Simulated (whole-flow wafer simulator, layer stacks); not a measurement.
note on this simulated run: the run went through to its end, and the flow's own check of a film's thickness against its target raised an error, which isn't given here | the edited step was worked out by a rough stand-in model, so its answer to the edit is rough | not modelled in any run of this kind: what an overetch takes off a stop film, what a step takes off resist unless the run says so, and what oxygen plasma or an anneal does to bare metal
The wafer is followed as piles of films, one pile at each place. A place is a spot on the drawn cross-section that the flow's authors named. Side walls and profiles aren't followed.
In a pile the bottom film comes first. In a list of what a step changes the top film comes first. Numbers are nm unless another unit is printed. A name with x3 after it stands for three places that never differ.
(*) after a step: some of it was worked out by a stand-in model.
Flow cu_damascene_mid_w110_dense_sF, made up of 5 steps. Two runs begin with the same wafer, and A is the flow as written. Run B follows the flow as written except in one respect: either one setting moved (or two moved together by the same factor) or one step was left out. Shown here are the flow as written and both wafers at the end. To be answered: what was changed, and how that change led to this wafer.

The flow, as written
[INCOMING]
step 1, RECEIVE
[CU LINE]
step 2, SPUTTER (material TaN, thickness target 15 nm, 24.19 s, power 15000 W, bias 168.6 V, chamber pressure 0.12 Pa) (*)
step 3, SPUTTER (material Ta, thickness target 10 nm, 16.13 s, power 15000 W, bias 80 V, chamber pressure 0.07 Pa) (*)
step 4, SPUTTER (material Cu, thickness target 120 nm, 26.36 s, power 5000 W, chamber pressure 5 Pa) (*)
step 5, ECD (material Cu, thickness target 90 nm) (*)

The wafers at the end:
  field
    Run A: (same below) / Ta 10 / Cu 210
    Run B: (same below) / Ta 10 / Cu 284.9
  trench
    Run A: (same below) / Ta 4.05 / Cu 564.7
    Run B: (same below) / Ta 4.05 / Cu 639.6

The reason: step 4, SPUTTER: 42.18 s was run, while the flow as written has 26.36 s.

The path from the change to this, step by step:
  step 4, SPUTTER (material Cu, thickness target 120 nm, 26.36 s, power 5000 W, chamber pressure 5 Pa) (*)
      field: A Cu gains 120 (new film) | B Cu gains 194.9 (new film)
      trench: A Cu gains 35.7 (new film) | B Cu gains 58 (new film)
  step 5, ECD (material Cu, thickness target 90 nm) (*)
      trench: A Cu gains 529 | B Cu gains 581.6
